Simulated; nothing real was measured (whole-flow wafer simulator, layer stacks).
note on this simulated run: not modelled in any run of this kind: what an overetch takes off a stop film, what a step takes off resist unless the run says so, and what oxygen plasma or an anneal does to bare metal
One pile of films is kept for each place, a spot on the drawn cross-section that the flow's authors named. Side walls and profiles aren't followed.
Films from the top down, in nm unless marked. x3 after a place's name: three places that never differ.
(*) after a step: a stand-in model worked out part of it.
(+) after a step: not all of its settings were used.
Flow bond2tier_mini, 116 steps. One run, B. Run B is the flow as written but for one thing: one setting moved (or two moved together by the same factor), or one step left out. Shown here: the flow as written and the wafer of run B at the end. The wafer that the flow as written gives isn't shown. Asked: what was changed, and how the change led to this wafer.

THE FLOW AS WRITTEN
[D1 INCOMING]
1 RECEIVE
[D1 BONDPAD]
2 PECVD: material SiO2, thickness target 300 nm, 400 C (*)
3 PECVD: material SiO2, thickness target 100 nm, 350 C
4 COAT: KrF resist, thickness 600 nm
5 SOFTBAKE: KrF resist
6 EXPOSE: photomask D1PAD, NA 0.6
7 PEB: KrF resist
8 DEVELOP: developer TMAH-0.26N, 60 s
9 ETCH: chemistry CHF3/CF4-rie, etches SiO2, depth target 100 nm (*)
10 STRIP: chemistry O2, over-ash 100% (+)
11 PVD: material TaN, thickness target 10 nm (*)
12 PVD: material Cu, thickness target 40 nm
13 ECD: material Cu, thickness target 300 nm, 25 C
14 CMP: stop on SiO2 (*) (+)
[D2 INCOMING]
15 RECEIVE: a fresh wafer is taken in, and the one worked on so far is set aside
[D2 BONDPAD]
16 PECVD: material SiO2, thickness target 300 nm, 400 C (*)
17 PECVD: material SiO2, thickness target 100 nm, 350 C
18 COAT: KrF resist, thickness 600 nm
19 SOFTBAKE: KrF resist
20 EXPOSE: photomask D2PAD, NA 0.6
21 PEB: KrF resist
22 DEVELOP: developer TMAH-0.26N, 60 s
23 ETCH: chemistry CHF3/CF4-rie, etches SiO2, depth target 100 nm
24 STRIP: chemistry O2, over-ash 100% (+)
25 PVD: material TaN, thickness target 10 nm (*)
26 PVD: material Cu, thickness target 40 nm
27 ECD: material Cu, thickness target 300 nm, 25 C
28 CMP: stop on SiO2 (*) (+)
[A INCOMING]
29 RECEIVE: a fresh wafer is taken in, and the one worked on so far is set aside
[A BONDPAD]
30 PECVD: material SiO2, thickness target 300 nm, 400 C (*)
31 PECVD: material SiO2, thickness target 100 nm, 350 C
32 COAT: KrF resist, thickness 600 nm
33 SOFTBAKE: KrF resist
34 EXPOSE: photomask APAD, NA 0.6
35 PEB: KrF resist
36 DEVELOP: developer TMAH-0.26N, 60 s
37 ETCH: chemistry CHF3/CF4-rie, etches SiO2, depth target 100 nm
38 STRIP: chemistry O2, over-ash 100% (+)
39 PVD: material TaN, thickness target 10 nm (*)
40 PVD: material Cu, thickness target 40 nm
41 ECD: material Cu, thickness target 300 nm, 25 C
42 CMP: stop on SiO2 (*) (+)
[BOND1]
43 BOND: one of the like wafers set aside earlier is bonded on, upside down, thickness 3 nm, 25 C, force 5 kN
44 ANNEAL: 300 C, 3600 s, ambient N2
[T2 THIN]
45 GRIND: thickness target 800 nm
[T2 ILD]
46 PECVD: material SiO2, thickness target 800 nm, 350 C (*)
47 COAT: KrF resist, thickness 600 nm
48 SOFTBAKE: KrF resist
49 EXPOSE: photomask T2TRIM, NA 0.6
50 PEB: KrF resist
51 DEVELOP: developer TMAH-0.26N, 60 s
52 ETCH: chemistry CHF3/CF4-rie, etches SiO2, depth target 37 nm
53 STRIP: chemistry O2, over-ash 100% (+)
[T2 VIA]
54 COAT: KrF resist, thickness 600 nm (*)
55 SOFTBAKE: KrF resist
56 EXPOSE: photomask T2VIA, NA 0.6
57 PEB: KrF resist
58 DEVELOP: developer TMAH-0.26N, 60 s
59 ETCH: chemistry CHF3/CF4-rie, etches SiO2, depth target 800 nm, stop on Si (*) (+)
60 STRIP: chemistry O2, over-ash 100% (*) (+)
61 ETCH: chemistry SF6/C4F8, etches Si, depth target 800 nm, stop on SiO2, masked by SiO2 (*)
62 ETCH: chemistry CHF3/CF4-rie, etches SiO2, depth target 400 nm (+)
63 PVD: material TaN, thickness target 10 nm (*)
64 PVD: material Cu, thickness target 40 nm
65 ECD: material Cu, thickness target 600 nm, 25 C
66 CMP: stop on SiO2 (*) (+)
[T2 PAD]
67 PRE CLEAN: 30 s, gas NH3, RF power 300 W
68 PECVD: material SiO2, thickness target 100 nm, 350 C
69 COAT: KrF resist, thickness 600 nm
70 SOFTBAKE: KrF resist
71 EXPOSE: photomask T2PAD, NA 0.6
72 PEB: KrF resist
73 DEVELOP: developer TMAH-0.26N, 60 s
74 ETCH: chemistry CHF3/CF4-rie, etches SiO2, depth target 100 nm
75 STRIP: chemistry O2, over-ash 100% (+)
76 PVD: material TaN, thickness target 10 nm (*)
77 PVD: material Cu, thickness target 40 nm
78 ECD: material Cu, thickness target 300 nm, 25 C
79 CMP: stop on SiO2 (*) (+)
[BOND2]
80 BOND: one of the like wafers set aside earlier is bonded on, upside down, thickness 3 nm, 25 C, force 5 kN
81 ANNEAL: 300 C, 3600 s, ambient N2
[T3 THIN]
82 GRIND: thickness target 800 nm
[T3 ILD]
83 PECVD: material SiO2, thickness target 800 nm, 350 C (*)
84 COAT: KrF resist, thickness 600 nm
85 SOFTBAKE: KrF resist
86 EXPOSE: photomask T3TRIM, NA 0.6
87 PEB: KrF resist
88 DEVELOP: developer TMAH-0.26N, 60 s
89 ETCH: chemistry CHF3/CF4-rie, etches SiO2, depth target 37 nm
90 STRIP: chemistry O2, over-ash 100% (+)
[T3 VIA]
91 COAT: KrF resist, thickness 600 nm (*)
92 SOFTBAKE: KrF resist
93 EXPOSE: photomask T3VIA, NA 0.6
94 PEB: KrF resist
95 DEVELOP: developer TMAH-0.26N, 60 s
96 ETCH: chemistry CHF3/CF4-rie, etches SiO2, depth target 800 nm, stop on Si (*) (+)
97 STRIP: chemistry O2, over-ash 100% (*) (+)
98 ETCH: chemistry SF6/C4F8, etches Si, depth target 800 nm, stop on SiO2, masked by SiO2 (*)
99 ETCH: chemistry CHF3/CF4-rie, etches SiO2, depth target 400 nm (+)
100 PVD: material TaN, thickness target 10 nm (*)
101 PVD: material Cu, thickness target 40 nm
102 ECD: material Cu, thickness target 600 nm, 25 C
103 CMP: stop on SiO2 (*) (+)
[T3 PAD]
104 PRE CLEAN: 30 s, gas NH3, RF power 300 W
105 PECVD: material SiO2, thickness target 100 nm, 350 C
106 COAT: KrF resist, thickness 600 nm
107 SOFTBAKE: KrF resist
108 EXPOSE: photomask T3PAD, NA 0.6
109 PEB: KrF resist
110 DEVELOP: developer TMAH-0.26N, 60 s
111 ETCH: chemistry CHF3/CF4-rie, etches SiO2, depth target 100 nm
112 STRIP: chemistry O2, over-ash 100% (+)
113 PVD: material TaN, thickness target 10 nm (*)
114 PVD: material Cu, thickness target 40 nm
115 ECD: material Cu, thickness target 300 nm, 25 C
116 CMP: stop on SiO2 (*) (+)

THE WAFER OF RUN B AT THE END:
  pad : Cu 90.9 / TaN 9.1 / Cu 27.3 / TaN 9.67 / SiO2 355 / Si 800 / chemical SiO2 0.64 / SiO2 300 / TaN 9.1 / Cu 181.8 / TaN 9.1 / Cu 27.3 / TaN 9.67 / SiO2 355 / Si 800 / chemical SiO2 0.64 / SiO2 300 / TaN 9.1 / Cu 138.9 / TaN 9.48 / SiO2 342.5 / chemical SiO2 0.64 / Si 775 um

The cause: step 37, ETCH: depth target 57.5 nm was run, where the flow has depth target 100 nm.

How the change led to this, step by step:
  37 ETCH: chemistry CHF3/CF4-rie, etches SiO2, depth target 100 nm
      pad, via: SiO2 -57.5 (as written it would be: SiO2 -100)
      field: KrF resist -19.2 (as written it would be: KrF resist -33.3)
  38 STRIP: chemistry O2, over-ash 100% (+)
      field: KrF resist -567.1 (all of it) (as written it would be: KrF resist -552.9 (all of it))
  40 PVD: material Cu, thickness target 40 nm
      pad: Cu +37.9 (new film) (as written it would be: Cu +36.4 (new film))
  41 ECD: material Cu, thickness target 300 nm, 25 C
      pad: Cu +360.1 (as written it would be: Cu +404.5)
      via: Cu +357.5 (as written it would be: Cu +400.2)
